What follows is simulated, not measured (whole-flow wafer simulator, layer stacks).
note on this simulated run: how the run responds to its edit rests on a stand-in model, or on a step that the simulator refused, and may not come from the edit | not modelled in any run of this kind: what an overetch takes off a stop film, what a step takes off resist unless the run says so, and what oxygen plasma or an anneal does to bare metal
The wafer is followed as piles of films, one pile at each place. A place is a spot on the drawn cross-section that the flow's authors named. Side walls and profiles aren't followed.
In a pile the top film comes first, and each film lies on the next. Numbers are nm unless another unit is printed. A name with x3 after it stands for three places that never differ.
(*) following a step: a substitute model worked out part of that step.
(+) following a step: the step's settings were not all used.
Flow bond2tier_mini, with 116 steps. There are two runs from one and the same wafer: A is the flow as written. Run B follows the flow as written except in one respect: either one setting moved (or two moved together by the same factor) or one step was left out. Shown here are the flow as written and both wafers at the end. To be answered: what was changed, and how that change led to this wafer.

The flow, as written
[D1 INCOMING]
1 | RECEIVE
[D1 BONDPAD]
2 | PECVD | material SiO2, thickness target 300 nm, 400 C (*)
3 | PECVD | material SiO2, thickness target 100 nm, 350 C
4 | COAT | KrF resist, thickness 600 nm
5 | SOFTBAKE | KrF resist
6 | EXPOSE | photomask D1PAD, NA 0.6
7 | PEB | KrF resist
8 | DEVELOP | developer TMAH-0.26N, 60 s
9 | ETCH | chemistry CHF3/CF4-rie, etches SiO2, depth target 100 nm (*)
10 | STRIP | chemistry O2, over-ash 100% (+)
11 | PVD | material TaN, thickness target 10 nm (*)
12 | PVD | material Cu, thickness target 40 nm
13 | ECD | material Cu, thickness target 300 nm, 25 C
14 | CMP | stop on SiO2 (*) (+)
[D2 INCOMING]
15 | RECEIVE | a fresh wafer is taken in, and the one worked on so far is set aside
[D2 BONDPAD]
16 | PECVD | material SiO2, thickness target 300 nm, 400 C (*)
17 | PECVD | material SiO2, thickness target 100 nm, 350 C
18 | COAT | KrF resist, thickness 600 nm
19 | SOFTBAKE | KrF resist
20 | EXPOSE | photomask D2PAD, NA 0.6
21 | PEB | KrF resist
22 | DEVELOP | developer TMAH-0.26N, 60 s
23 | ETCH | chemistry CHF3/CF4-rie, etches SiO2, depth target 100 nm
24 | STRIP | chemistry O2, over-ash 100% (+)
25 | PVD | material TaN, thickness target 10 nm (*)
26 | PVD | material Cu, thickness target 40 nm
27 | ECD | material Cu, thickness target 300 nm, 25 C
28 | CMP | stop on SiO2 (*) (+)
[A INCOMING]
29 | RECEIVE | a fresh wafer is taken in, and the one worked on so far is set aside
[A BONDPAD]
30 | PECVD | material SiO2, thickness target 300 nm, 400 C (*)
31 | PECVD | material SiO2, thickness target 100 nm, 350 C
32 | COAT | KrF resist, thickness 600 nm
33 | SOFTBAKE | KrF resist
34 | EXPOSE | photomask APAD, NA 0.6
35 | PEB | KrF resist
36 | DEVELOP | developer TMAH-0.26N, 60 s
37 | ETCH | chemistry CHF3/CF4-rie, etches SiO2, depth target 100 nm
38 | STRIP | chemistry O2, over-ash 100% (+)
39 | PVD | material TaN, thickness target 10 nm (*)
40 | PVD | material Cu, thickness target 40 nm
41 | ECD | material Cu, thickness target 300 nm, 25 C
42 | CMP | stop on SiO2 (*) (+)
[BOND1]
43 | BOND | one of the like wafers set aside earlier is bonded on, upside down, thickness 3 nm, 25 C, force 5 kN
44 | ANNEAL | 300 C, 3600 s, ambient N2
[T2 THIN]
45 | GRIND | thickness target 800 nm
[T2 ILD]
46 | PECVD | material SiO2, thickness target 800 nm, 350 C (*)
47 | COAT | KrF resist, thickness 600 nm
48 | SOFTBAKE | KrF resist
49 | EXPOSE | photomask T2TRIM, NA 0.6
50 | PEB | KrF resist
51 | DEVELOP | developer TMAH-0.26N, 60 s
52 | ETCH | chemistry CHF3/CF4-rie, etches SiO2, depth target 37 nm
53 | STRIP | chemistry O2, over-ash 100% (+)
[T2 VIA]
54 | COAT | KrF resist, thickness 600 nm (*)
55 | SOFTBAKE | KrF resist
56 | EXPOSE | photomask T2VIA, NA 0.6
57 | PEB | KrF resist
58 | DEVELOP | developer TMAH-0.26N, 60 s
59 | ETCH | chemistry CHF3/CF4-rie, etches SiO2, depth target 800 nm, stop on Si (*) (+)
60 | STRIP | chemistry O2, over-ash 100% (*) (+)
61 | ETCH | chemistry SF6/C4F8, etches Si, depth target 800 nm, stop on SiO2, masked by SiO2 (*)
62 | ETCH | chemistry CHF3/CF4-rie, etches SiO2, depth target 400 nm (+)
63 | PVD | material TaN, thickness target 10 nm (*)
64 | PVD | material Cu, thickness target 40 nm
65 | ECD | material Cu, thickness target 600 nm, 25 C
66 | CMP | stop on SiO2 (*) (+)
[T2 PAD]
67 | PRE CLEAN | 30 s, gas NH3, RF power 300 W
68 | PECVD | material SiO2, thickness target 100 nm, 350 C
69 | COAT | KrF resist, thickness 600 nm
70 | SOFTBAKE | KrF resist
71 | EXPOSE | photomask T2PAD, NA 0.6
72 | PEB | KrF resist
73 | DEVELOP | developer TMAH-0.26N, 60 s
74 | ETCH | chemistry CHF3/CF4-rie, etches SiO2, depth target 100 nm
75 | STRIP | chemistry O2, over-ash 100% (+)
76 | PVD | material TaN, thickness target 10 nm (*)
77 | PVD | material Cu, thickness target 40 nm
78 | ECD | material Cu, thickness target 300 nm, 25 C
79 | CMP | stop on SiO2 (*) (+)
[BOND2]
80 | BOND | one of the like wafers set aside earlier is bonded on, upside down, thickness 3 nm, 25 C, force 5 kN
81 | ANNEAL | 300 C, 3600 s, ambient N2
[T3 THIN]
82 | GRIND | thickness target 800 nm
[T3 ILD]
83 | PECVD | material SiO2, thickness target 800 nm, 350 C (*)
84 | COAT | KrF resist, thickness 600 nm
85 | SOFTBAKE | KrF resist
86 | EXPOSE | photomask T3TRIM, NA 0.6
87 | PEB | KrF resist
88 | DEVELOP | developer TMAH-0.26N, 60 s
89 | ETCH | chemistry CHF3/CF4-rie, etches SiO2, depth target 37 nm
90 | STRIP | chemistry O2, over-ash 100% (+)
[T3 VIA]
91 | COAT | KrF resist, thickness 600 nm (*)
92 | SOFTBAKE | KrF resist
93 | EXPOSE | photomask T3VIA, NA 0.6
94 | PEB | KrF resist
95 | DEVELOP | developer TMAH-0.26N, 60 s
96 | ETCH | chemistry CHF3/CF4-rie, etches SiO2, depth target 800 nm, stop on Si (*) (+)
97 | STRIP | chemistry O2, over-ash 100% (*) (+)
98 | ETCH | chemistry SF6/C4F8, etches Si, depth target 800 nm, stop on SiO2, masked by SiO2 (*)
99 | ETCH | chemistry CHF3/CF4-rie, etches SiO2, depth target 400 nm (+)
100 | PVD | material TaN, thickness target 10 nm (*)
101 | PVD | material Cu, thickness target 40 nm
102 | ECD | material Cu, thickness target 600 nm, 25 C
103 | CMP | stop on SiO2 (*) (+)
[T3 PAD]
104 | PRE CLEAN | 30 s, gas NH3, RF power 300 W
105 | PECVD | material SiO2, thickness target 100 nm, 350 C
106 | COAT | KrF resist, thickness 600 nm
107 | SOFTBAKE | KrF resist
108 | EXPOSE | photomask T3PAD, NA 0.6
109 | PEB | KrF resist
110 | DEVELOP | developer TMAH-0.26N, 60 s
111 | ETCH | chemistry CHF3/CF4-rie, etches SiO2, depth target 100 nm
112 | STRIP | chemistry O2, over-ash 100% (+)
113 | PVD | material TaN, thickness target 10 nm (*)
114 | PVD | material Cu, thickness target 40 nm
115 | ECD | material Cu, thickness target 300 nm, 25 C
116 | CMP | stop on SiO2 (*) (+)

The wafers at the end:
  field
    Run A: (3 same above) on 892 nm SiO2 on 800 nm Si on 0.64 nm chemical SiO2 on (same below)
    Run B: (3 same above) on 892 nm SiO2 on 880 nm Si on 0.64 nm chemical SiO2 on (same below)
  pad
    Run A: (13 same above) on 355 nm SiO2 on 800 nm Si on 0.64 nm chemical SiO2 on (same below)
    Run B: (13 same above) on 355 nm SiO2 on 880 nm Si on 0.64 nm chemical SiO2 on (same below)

What caused this: step 45, GRIND: thickness target 880 nm was run, whereas the flow has thickness target 800 nm.
The wafer lets one read it off: field has Si 880, and step 45 as written asks for 800 nm.

How this came from the change, step by step:
  45 | GRIND | thickness target 800 nm
      field, pad, via: A -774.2 um Si | B -774.12 um Si
